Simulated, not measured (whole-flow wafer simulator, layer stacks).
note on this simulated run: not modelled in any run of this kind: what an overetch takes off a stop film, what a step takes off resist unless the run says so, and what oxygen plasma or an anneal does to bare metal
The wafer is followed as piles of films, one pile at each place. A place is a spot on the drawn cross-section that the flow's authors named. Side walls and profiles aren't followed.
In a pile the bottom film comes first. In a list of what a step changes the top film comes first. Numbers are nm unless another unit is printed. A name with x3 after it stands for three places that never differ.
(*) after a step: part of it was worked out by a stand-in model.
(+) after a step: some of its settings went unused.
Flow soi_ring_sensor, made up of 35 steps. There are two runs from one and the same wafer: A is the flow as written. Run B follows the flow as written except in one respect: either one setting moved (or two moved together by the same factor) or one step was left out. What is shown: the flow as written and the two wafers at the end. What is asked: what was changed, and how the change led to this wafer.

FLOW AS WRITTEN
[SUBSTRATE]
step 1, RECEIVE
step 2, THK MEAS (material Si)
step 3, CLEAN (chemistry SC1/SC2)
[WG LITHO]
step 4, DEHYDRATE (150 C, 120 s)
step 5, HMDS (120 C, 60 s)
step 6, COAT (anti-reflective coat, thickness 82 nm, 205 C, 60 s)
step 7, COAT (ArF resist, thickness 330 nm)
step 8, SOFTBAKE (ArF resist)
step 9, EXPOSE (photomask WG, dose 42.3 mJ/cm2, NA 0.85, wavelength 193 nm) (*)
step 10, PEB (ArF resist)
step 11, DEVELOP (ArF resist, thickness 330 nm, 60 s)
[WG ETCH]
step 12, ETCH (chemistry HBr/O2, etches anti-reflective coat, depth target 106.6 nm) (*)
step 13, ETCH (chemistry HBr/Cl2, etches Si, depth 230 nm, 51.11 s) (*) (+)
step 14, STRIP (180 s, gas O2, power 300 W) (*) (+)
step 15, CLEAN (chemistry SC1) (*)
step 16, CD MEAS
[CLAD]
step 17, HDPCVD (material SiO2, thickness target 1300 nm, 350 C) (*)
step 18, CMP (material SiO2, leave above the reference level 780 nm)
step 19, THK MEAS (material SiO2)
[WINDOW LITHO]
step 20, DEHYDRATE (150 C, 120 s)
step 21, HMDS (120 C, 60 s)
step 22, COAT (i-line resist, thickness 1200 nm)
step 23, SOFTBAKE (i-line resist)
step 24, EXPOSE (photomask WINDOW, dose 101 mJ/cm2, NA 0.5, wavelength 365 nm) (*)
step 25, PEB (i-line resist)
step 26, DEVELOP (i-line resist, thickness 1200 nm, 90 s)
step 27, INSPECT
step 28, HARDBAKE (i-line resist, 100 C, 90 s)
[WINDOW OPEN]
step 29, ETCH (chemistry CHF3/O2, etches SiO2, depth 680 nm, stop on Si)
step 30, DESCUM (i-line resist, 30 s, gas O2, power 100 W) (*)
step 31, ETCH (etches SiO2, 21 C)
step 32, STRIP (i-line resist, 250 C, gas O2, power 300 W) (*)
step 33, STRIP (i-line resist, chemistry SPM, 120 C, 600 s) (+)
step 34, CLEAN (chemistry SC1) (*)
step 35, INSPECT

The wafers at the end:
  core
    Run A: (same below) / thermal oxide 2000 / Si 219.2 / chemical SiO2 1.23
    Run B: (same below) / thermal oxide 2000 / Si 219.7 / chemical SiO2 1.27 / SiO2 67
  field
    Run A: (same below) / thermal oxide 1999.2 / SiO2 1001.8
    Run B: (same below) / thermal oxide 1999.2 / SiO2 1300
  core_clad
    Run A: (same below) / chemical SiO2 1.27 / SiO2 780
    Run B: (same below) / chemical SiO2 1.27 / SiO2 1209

Cause: step 18, CMP: leave above the reference level 1209 nm was run, though the flow has leave above the reference level 780 nm.
The wafer itself shows it: core_clad has SiO2 1209, and step 18 as written asks for 780 nm.

Step by step, how the change led to this:
  step 18, CMP (material SiO2, leave above the reference level 780 nm)
      gap, window, field, gap_clad: A -298.2 SiO2 | B nothing
      core, core_clad: A -520 SiO2 | B -91 SiO2
  step 22, COAT (i-line resist, thickness 1200 nm)
      core, core_clad: A +1200 i-line resist (new film) | B +1086.7 i-line resist (new film)
  step 23, SOFTBAKE (i-line resist)
      core, core_clad: A nothing | B -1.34 i-line resist
      gap, gap_clad: A nothing | B -1.69 i-line resist
  step 25, PEB (i-line resist)
      core, core_clad: A -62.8 i-line resist | B -56.6 i-line resist
  step 26, DEVELOP (i-line resist, thickness 1200 nm, 90 s)
      core: A -1137.2 i-line resist (all of it) | B -1028.8 i-line resist (all of it)
  step 31, ETCH (etches SiO2, 21 C)
      core: A -100 SiO2 (all of it), -1.27 chemical SiO2 (all of it) | B -462 SiO2
  step 32, STRIP (i-line resist, 250 C, gas O2, power 300 W) (*)
      core: A +1.23 chemical SiO2 (new film), -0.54 Si | B nothing
      core_clad: A -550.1 i-line resist (all of it) | B -441.9 i-line resist (all of it)
